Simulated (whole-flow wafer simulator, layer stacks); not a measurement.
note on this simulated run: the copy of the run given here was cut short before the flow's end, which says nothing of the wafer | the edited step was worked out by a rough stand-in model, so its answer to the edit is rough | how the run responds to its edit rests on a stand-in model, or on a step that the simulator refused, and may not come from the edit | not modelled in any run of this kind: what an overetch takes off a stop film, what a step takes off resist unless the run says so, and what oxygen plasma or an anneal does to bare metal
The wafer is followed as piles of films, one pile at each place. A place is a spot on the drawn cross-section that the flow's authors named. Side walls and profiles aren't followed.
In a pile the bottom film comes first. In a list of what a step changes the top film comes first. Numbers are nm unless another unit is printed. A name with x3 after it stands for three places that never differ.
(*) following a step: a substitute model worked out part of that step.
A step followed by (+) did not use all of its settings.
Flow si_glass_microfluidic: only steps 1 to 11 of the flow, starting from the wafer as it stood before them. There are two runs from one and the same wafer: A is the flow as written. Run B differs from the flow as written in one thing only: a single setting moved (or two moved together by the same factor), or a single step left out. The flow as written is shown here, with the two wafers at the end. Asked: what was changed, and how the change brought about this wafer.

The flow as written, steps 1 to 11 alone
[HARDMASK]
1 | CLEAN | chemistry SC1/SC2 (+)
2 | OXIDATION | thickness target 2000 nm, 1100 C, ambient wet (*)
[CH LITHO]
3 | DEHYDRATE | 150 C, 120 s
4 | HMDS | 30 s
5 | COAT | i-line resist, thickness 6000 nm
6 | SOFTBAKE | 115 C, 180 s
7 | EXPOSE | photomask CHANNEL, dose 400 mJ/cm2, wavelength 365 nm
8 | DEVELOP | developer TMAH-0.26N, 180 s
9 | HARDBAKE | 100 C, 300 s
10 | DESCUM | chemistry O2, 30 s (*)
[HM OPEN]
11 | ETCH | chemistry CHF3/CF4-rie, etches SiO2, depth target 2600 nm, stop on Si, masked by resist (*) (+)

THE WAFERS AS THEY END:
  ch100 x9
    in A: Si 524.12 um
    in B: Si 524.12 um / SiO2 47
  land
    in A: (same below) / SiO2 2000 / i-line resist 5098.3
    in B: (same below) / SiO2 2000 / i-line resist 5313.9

The reason: step 11, ETCH: depth target 1953 nm was run, whereas the flow has depth target 2600 nm.

How this came from the change, step by step:
  11 | ETCH | chemistry CHF3/CF4-rie, etches SiO2, depth target 2600 nm, stop on Si, masked by resist (*) (+)
      ch100 x9: A SiO2 loses 2000 (all of it) | B SiO2 loses 1953
      land: A i-line resist loses 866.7 | B i-line resist loses 651
